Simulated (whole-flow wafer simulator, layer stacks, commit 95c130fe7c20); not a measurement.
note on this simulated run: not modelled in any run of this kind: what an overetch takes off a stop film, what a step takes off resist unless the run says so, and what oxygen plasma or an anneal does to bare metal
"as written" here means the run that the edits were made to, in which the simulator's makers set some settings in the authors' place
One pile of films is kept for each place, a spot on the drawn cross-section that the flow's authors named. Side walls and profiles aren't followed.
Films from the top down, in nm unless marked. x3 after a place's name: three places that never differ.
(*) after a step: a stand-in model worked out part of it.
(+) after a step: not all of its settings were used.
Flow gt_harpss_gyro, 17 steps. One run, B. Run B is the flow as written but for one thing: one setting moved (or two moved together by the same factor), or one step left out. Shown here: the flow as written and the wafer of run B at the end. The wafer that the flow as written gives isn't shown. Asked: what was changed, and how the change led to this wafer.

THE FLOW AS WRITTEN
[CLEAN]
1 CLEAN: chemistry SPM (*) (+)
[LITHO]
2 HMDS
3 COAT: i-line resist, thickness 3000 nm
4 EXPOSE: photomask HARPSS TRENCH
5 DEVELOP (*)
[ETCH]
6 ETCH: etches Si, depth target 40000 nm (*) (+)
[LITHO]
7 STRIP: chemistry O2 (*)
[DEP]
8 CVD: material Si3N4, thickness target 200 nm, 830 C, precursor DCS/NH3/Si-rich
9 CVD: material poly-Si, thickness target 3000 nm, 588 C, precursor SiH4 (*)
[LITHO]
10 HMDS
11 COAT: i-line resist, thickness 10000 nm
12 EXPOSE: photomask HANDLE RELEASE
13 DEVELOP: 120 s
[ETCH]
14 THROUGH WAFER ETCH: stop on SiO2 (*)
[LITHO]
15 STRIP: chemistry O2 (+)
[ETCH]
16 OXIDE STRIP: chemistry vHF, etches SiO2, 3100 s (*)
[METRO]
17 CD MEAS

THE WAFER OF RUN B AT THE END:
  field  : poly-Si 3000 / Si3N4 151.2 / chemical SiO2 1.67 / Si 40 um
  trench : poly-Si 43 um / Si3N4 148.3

The cause: step 8, CVD: thickness target 151.2 nm was run, where the flow has thickness target 200 nm.
It can be read off the wafer: field has Si3N4 151.2, and step 8 as written asks for 200 nm.

How the change led to this, step by step:
  8 CVD: material Si3N4, thickness target 200 nm, 830 C, precursor DCS/NH3/Si-rich
      field: Si3N4 +151.2 (new film) (as written it would be: Si3N4 +200 (new film))
      trench: Si3N4 +148.3 (new film) (as written it would be: Si3N4 +195.9 (new film))
  9 CVD: material poly-Si, thickness target 3000 nm, 588 C, precursor SiH4 (*)
      trench: poly-Si +43 um (new film) (as written it would be: poly-Si +43.01 um (new film))
